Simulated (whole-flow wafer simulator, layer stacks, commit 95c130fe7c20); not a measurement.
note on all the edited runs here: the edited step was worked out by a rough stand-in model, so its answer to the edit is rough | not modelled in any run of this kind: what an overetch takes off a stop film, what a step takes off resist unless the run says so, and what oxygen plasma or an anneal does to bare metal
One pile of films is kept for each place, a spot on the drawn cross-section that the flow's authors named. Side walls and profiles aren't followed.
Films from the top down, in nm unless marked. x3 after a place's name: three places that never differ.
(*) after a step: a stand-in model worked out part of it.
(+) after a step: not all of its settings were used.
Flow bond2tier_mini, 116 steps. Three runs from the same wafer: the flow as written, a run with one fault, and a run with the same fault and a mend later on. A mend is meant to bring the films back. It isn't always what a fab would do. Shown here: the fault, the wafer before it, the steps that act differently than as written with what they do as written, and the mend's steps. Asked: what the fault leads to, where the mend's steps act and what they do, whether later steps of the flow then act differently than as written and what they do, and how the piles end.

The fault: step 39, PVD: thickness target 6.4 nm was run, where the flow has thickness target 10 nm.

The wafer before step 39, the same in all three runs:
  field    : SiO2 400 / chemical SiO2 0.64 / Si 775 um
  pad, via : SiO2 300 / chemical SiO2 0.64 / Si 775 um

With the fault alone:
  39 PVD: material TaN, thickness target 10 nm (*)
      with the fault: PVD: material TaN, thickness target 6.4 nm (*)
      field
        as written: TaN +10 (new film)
        with the fault: TaN +6.4 (new film)
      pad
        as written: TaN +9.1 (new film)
        with the fault: TaN +5.83 (new film)
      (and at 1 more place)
  Later steps of the flow that act differently than as written (1 more step differs only slightly, by at most 2% or 0.5 nm, whichever is larger, and isn't shown):
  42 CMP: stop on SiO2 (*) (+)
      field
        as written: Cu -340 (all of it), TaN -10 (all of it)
        with the fault: Cu -340 (all of it), TaN -6.4 (all of it)
  At the end the piles differ from the flow's by more than 2% or 0.5 nm, whichever is larger, at pad.
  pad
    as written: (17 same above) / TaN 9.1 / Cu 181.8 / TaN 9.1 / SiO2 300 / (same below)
    with the fault: (17 same above) / TaN 9.1 / Cu 185.1 / TaN 5.83 / SiO2 300 / (same below)

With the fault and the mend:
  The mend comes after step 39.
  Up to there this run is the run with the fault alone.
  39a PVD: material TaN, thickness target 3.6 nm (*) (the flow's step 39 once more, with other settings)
      field
        TaN +3.6
      pad
        TaN +3.27
      via
        TaN +3.59
  No later step of the flow acts differently than as written at any place that is followed.
  At the end the piles are the same as the flow's at every place that both follow.
